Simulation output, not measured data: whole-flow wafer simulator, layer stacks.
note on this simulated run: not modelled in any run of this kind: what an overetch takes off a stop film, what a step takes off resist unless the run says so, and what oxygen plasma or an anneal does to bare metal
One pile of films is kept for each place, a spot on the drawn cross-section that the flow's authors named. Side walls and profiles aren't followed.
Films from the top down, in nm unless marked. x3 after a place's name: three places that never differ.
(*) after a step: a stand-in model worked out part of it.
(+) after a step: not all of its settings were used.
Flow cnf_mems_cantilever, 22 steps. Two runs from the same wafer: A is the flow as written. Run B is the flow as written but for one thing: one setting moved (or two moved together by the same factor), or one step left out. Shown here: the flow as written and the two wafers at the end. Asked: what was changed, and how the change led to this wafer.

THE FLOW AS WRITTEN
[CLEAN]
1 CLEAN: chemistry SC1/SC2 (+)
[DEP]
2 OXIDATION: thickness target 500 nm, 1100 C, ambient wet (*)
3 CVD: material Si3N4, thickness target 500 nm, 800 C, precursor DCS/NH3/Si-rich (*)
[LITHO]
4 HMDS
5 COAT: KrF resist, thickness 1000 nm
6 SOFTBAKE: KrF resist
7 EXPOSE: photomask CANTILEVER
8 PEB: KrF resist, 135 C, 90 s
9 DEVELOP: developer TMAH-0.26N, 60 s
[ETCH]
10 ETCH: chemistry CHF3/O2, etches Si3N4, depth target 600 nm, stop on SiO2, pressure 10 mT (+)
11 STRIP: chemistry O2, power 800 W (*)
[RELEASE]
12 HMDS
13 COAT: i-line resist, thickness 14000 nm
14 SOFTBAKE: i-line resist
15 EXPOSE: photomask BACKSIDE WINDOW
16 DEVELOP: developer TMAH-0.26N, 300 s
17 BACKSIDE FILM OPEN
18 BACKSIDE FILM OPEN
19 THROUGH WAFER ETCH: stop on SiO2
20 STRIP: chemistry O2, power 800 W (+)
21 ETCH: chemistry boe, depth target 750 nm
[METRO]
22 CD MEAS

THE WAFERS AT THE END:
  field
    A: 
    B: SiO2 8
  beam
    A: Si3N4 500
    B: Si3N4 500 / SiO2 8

The cause: step 21, ETCH: depth target 492 nm was run, where the flow has depth target 750 nm.

How the change led to this, step by step:
  21 ETCH: chemistry boe, depth target 750 nm
      field: A SiO2 -500 (all of it) | B SiO2 -492
      beam: A under 1 film: SiO2 -500 (all of it) | B under 1 film: SiO2 -492
